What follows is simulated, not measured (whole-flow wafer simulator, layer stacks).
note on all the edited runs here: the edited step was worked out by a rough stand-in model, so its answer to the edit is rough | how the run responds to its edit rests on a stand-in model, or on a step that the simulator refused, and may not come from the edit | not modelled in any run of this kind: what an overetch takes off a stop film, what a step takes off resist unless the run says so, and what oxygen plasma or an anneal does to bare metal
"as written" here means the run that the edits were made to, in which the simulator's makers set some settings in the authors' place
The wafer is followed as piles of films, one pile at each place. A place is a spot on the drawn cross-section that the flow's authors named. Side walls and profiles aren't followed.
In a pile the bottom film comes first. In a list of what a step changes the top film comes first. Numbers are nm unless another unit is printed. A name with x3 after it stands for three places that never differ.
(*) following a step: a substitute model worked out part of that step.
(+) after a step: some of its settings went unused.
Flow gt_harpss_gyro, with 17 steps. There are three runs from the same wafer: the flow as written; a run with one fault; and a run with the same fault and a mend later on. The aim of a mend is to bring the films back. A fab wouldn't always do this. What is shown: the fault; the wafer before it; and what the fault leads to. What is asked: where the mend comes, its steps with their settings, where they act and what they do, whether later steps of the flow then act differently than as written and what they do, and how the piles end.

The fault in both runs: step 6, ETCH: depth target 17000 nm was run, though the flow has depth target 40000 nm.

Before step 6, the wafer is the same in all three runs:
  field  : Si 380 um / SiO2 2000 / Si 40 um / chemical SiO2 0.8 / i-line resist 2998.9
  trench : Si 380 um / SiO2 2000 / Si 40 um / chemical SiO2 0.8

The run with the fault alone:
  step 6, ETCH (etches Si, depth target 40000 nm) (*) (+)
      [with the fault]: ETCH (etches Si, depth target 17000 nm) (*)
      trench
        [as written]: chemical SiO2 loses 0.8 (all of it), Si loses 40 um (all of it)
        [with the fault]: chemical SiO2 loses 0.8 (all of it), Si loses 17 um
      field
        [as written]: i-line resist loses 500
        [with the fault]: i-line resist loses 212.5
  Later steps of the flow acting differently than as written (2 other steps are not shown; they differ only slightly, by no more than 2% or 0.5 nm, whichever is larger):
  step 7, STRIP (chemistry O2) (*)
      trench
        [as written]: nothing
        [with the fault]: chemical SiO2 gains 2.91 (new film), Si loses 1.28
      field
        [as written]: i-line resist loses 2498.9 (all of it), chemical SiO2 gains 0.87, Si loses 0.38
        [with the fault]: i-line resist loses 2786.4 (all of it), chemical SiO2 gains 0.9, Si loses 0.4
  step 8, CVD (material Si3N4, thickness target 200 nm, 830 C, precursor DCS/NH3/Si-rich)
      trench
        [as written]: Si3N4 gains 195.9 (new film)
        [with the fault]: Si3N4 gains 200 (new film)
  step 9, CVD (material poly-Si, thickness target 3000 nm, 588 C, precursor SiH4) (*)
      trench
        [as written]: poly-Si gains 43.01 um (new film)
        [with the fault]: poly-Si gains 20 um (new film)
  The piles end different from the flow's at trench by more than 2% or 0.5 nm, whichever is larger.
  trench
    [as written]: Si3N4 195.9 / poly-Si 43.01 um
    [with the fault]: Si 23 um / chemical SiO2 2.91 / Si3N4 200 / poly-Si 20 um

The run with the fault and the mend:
  The mend stands after step 6.
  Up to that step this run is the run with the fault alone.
  step 6a, ETCH (etches Si, depth target 23000 nm) (*) (+) (a further turn of the flow's step 6, with different settings)
      field
        i-line resist loses 287.5
      trench
        Si loses 23 um (all of it)
  None of the later steps of the flow acts differently than as written at any place that is followed.
  At every place that both follow, the piles at the end match the flow's.
